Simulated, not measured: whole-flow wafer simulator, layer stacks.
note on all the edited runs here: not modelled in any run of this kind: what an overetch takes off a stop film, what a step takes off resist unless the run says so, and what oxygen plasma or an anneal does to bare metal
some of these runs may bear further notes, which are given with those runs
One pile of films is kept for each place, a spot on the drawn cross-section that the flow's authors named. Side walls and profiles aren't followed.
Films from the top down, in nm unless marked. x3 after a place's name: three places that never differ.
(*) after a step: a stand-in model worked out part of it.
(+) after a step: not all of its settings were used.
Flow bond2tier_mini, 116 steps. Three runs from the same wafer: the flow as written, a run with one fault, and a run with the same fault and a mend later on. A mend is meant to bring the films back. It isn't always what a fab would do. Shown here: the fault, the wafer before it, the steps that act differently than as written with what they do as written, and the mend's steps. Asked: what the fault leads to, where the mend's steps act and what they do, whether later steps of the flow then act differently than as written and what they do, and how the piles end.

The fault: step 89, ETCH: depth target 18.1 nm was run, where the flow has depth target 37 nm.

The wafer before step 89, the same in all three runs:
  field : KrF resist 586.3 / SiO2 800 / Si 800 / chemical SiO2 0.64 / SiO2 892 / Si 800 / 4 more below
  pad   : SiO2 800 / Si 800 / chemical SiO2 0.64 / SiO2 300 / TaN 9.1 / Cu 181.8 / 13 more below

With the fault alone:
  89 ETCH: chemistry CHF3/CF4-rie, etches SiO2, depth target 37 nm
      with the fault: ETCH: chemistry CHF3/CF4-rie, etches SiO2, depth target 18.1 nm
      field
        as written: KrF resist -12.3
        with the fault: KrF resist -6.03
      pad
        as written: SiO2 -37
        with the fault: SiO2 -18.1
  Later steps of the flow that act differently than as written (4 more steps differ only slightly, by at most 2% or 0.5 nm, whichever is larger, and aren't shown):
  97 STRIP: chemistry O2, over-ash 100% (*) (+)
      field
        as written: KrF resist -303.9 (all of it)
        with the fault: KrF resist -311.9 (all of it)
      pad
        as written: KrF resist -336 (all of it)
        with the fault: KrF resist -327.6 (all of it)
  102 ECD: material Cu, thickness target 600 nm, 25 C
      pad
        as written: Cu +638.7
        with the fault: Cu +618.9
  At the end the piles differ from the flow's by more than 2% or 0.5 nm, whichever is larger, at pad.
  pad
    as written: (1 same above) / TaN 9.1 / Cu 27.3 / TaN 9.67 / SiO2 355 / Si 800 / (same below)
    with the fault: (1 same above) / TaN 9.1 / Cu 8.26 / TaN 9.84 / SiO2 373.9 / Si 800 / (same below)

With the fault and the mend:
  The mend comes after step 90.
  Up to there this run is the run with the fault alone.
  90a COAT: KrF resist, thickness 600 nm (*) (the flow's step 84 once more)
      field
        KrF resist +592.3 (new film)
      pad
        KrF resist +608 (new film)
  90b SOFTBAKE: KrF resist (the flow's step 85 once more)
      changes no film at any place that is followed
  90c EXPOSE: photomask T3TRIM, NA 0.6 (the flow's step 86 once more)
      changes no film at any place that is followed
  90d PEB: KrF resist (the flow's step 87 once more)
      changes no film at any place that is followed
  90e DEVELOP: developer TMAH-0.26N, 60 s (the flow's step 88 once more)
      field
        KrF resist -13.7
      pad
        KrF resist -608 (all of it)
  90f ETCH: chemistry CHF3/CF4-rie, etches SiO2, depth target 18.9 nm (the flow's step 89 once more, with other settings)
      field
        KrF resist -6.3
      pad
        SiO2 -18.9
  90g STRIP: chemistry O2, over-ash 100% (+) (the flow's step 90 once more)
      field
        KrF resist -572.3 (all of it)
  No later step of the flow acts differently than as written at any place that is followed.
  At the end the piles are the same as the flow's at every place that both follow.
